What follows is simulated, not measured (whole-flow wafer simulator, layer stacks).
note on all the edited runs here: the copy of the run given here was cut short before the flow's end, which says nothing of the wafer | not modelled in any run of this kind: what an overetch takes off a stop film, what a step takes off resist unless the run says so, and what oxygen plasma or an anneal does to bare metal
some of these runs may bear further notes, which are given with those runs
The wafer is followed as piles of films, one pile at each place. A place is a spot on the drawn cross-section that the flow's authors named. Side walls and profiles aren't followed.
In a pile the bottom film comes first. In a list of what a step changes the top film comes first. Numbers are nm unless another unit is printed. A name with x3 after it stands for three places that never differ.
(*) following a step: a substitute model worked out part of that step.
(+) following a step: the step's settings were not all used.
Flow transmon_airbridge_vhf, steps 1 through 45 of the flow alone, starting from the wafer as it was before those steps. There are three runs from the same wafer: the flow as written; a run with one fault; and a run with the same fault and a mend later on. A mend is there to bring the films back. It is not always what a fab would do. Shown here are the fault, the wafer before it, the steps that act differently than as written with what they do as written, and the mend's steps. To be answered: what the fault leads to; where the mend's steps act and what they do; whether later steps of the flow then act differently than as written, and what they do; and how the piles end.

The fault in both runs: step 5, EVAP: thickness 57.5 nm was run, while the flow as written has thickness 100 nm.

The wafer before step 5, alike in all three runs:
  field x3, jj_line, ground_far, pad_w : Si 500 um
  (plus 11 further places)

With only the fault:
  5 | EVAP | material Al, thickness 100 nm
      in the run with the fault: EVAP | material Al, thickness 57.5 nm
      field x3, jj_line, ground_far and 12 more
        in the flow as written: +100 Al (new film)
        in the run with the fault: +57.5 Al (new film)
  Later steps of the flow acting differently than as written (15 other steps are not shown; they differ only slightly, by no more than 2% or 0.5 nm, whichever is larger):
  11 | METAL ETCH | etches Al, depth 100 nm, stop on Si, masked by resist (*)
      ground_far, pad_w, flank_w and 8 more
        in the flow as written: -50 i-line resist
        in the run with the fault: -43.1 i-line resist
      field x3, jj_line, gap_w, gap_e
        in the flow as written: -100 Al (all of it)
        in the run with the fault: -57.5 Al (all of it)
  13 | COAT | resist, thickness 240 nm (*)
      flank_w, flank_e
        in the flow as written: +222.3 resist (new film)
        in the run with the fault: +229.3 resist (new film)
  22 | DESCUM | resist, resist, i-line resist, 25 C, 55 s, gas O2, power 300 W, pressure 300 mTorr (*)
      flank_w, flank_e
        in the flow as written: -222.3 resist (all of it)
        in the run with the fault: -229.3 resist (all of it)
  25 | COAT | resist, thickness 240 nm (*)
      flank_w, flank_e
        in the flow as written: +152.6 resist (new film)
        in the run with the fault: +157.4 resist (new film)
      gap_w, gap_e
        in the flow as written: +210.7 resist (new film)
        in the run with the fault: +206.2 resist (new film)
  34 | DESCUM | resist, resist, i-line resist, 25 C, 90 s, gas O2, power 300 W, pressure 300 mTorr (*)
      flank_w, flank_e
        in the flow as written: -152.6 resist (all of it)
        in the run with the fault: -157.4 resist (all of it)
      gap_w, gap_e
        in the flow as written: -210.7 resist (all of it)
        in the run with the fault: -206.2 resist (all of it)
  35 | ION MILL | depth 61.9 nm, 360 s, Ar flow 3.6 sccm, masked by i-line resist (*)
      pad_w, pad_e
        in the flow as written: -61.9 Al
        in the run with the fault: -57.5 Al (all of it), -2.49 Si
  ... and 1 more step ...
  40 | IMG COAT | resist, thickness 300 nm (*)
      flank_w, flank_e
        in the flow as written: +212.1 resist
        in the run with the fault: +218.7 resist
  By the end, the piles at ground_far, pad_w, flank_w and 8 more depart from the flow's by more than 2% or 0.5 nm, whichever is larger.
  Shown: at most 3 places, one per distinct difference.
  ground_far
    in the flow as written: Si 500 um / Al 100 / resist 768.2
    in the run with the fault: Si 500 um / Al 57.5 / resist 768.2
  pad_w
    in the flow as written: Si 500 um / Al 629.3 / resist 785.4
    in the run with the fault: Si 500 um / Al 591.3 / resist 785.9
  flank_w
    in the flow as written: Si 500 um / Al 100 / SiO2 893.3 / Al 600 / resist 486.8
    in the run with the fault: Si 500 um / Al 57.5 / SiO2 893.1 / Al 600 / resist 492.9

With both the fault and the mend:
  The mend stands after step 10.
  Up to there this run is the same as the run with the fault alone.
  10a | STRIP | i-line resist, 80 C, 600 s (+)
      ground_far, pad_w, flank_w and 8 more
        -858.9 i-line resist (all of it)
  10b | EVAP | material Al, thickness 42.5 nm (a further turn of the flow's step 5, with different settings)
      field x3, jj_line, ground_far and 12 more
        +42.5 Al
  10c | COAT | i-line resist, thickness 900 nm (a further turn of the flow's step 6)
      field x3, jj_line, ground_far and 12 more
        +900 i-line resist (new film)
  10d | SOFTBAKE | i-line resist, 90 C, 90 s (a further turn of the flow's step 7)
      leaves every film unchanged at each place that is followed
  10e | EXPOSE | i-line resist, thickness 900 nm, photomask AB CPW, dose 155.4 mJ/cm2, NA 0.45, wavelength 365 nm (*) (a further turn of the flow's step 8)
      leaves every film unchanged at each place that is followed
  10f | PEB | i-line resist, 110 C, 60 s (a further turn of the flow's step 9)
      field x3, jj_line, ground_far and 12 more
        -41 i-line resist
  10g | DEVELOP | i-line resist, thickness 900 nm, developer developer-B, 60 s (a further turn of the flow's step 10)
      ground_far, pad_w, flank_w and 8 more
        -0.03 i-line resist
      field x3, jj_line, gap_w, gap_e
        -859 i-line resist (all of it)
  None of the later steps of the flow acts differently than as written at any place that is followed.
  At every place that both follow, the piles at the end match the flow's.
